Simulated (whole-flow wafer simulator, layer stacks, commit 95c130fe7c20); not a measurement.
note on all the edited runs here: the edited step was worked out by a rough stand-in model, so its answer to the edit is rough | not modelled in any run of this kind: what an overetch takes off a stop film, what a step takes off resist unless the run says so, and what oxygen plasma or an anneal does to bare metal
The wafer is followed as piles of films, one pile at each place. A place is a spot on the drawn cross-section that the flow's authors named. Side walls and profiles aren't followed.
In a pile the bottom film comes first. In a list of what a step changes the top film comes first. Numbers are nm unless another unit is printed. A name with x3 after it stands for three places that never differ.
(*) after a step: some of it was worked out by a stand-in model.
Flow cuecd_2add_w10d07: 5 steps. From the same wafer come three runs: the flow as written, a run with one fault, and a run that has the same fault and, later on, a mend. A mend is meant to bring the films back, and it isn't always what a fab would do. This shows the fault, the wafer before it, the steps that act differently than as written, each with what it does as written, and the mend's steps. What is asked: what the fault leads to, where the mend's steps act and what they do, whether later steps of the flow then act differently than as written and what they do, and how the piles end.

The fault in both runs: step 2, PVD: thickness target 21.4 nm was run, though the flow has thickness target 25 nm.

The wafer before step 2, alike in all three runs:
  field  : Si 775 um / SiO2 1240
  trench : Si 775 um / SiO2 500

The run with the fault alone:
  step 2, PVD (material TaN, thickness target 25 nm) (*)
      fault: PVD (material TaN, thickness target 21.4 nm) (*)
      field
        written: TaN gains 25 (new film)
        fault: TaN gains 21.4 (new film)
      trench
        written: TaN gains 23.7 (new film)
        fault: TaN gains 20.2 (new film)
  Later steps of the flow that are run all act as written at every place that is followed.
  The piles end different from the flow's at field, trench by more than 2% or 0.5 nm, whichever is larger.
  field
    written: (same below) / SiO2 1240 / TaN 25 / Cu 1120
    fault: (same below) / SiO2 1240 / TaN 21.4 / Cu 1120
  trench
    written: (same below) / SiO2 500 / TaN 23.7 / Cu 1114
    fault: (same below) / SiO2 500 / TaN 20.2 / Cu 1114

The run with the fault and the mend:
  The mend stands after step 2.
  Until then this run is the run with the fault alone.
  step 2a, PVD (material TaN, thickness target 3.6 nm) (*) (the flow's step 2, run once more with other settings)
      field
        TaN gains 3.6
      trench
        TaN gains 3.41
  Later steps of the flow that are run all act as written at every place that is followed.
  By the end, the piles equal the flow's at every place that both follow.
